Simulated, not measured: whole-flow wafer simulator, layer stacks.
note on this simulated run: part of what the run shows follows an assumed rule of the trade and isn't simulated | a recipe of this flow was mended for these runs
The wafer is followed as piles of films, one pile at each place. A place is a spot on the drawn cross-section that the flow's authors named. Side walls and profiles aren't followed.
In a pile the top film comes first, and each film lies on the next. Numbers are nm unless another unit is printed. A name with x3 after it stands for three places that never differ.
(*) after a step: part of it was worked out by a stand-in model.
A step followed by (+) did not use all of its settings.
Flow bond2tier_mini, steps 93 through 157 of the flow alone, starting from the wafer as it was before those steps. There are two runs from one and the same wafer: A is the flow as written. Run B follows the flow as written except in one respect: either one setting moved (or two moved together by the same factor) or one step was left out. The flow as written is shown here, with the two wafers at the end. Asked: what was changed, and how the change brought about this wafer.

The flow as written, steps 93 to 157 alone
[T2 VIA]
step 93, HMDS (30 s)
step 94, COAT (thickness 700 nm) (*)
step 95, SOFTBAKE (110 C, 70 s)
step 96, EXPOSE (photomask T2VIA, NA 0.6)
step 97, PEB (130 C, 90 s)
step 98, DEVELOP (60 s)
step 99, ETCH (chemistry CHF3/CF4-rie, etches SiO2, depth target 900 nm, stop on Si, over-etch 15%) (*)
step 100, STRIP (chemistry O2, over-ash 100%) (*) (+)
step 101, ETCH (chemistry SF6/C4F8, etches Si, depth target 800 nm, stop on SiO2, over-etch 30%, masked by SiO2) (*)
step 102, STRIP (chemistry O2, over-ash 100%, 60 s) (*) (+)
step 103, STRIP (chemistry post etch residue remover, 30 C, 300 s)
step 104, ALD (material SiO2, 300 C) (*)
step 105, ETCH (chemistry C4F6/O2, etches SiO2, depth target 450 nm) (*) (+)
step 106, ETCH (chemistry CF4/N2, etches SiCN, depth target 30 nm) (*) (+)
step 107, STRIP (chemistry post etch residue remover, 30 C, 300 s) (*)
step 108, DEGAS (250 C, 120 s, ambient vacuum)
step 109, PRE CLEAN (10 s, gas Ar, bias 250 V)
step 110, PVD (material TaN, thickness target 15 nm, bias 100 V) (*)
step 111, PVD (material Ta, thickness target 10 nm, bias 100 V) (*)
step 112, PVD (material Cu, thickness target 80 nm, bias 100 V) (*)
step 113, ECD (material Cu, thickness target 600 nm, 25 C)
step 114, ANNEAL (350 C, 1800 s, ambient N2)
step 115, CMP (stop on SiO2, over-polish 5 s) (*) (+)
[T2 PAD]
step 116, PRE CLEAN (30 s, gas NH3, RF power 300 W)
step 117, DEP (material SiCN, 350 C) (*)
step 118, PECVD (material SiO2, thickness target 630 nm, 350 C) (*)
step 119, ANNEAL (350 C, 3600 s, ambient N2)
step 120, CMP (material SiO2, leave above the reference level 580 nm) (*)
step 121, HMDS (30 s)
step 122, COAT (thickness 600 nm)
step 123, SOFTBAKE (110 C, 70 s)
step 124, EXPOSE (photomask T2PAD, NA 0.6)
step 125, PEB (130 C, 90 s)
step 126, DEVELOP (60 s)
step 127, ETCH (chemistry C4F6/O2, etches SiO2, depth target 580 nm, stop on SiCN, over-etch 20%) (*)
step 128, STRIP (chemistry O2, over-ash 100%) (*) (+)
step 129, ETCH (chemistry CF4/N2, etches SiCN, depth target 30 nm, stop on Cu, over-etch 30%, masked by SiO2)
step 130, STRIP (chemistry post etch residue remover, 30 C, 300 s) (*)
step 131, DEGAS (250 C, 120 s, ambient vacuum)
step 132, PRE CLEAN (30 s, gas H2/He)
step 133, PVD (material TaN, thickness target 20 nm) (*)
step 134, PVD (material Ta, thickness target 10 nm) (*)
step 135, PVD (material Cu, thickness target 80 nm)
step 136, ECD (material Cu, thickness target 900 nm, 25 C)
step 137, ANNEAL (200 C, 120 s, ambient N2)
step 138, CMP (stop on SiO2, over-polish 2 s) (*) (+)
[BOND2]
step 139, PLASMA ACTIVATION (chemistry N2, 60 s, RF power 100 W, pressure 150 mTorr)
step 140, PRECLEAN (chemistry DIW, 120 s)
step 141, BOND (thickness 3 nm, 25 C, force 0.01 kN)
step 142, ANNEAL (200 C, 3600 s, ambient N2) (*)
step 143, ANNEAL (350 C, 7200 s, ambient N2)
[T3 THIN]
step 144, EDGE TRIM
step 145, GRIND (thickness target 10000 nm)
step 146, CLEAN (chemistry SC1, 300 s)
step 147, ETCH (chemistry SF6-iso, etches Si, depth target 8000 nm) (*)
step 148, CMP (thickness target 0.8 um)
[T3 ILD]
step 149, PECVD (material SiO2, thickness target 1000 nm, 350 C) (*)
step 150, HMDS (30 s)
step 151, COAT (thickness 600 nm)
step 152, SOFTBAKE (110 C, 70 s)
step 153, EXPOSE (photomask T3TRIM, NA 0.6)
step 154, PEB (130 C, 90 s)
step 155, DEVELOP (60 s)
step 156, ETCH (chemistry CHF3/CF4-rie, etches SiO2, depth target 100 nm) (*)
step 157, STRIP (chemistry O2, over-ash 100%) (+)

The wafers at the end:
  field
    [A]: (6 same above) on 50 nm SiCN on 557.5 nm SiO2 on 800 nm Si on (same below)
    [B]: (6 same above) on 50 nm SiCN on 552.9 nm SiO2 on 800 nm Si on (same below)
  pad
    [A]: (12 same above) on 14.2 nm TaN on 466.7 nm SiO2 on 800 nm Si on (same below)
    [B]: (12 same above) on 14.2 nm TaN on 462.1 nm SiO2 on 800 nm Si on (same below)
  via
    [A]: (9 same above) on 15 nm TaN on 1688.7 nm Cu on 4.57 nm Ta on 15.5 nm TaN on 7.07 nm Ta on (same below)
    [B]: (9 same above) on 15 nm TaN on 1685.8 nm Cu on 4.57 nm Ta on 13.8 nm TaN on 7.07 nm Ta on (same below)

Cause: step 106, ETCH: depth target 37 nm was run, whereas the flow has depth target 30 nm.

Step by step, how the change led to this:
  step 106, ETCH (chemistry CF4/N2, etches SiCN, depth target 30 nm) (*) (+)
      field, pad: A -20 SiO2 | B -24.7 SiO2
      via: A -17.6 SiCN (all of it), -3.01 TaN | B -17.6 SiCN (all of it), -4.72 TaN
